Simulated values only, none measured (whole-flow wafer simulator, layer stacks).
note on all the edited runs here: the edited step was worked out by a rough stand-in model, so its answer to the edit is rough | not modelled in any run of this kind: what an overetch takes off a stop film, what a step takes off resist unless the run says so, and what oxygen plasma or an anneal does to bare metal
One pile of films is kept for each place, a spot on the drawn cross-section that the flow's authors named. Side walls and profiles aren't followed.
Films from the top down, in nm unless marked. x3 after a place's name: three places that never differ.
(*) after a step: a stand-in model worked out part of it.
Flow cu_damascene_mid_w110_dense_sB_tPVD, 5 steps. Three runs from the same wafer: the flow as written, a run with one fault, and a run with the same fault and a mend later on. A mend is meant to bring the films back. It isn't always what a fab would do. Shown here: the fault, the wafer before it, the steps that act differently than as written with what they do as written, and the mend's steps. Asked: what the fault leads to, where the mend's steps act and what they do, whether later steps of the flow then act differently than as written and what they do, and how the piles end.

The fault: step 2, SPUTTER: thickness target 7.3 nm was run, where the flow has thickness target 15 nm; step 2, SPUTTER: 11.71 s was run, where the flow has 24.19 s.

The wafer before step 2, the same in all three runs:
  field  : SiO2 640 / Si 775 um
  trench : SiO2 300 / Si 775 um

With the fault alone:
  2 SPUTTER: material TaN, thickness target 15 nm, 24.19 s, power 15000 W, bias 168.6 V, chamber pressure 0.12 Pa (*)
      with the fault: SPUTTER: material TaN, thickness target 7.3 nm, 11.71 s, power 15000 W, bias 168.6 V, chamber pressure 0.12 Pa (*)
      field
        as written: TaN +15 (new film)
        with the fault: TaN +7.3 (new film)
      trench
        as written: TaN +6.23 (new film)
        with the fault: TaN +3.03 (new film)
  No later step of the flow acts differently than as written, at any place that is followed, by more than 2% or 0.5 nm, whichever is larger.
  At the end the piles differ from the flow's by more than 2% or 0.5 nm, whichever is larger, at field, trench.
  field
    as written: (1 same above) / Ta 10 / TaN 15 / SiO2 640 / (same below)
    with the fault: (1 same above) / Ta 10 / TaN 7.3 / SiO2 640 / (same below)
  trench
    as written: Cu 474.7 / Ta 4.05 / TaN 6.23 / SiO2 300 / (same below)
    with the fault: Cu 470.1 / Ta 4.14 / TaN 3.03 / SiO2 300 / (same below)

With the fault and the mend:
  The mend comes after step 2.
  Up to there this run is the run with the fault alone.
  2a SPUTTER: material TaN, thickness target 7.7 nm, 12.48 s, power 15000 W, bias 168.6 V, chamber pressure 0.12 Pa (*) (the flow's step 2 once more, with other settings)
      field
        TaN +7.7
      trench
        TaN +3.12
  No later step of the flow acts differently than as written, at any place that is followed, by more than 2% or 0.5 nm, whichever is larger.
  At the end the piles differ from the flow's only slightly at the places that both follow, by at most 2% or 0.5 nm, whichever is larger.
